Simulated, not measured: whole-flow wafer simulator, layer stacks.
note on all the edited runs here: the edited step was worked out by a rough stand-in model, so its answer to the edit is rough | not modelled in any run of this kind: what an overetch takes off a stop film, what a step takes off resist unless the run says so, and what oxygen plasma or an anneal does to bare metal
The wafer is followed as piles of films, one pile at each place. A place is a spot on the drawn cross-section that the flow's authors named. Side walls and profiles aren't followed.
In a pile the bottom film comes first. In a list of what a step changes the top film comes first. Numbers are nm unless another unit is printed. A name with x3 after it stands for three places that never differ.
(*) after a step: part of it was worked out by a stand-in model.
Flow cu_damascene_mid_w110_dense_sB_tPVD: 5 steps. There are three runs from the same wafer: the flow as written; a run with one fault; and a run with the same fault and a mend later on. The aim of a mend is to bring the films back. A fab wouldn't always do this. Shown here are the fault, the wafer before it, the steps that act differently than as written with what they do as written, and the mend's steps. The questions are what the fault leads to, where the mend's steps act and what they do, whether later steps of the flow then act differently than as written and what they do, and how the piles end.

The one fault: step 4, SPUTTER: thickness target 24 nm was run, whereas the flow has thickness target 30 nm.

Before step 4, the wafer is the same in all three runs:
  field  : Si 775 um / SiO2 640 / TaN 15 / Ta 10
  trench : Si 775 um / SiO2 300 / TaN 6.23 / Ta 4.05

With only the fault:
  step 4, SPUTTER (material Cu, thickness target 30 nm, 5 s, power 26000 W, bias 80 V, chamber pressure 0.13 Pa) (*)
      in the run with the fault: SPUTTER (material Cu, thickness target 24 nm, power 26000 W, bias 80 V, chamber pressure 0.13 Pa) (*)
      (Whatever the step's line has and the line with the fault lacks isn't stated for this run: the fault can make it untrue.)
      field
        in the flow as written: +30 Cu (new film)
        in the run with the fault: +24 Cu (new film)
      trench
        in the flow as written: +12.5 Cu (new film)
        in the run with the fault: +9.98 Cu (new film)
  None of the later steps of the flow differs from how it acts as written, at any place that is followed, by more than 2% or 0.5 nm, whichever is larger.
  At field, the piles at the end differ from the flow's by more than 2% or 0.5 nm, whichever is larger.
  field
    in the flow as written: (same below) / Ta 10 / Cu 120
    in the run with the fault: (same below) / Ta 10 / Cu 114

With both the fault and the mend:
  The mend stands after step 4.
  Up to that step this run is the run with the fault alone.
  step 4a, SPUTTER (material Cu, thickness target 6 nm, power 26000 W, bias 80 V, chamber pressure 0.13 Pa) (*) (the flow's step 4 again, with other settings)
      field
        +6 Cu
      trench
        +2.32 Cu
  None of the later steps of the flow differs from how it acts as written, at any place that is followed, by more than 2% or 0.5 nm, whichever is larger.
  By the end, the piles equal the flow's at every place that both follow.
